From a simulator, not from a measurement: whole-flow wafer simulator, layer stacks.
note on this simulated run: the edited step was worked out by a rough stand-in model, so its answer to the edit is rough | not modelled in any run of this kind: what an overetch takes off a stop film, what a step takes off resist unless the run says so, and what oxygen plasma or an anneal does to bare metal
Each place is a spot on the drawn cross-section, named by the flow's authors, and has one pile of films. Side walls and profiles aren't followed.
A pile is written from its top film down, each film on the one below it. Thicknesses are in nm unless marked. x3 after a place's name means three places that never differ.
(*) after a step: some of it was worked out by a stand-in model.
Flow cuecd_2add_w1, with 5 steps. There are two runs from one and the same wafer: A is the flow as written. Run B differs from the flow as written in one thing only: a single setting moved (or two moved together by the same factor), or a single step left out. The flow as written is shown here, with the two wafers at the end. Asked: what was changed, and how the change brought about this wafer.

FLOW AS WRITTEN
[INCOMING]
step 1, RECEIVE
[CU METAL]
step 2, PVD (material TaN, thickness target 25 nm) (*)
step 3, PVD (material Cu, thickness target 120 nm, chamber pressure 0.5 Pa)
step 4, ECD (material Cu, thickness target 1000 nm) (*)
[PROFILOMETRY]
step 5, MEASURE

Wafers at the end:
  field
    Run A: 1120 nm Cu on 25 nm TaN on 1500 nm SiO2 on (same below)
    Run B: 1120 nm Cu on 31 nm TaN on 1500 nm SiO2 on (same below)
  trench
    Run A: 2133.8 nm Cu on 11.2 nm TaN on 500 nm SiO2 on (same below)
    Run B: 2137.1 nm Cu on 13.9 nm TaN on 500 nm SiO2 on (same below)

Cause: step 2, PVD: thickness target 31 nm was run, though the flow has thickness target 25 nm.
The wafer lets one read it off: field has TaN 31, and step 2 as written asks for 25 nm.

How this came from the change, step by step:
  step 2, PVD (material TaN, thickness target 25 nm) (*)
      field: A TaN gains 25 (new film) | B TaN gains 31 (new film)
      trench: A TaN gains 11.2 (new film) | B TaN gains 13.9 (new film)
